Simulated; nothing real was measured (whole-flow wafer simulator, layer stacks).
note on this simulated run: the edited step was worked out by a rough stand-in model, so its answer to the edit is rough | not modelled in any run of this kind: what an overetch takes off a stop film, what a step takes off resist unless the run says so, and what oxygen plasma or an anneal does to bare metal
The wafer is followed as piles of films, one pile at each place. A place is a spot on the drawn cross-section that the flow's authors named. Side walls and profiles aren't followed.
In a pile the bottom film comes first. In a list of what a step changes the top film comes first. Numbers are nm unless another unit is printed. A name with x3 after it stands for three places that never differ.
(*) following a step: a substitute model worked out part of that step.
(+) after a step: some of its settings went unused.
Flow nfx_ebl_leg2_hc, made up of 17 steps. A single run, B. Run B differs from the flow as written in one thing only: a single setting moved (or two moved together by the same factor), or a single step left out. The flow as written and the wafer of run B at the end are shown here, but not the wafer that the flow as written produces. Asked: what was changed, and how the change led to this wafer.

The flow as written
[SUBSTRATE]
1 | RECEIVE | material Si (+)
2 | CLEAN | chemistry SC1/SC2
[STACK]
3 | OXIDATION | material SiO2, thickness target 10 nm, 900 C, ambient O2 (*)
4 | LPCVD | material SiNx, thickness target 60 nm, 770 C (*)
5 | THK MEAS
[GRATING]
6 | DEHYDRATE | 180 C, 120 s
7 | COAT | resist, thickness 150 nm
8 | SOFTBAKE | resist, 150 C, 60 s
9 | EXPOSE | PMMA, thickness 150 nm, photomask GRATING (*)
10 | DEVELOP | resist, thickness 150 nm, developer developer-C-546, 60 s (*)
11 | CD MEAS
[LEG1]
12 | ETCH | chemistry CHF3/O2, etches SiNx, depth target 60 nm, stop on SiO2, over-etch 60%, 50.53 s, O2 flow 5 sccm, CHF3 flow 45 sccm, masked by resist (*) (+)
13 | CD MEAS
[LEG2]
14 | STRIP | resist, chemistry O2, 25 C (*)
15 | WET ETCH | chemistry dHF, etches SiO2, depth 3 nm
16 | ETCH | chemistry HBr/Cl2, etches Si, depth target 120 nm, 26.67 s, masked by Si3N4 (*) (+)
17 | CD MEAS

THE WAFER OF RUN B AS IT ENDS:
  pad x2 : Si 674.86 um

Cause: step 16, ETCH: depth target 132 nm was run, while the flow as written has depth target 120 nm.

The path from the change to this, step by step:
  16 | ETCH | chemistry HBr/Cl2, etches Si, depth target 120 nm, 26.67 s, masked by Si3N4 (*) (+)
      pad x2: -132 Si (it would be, as written: -120 Si)
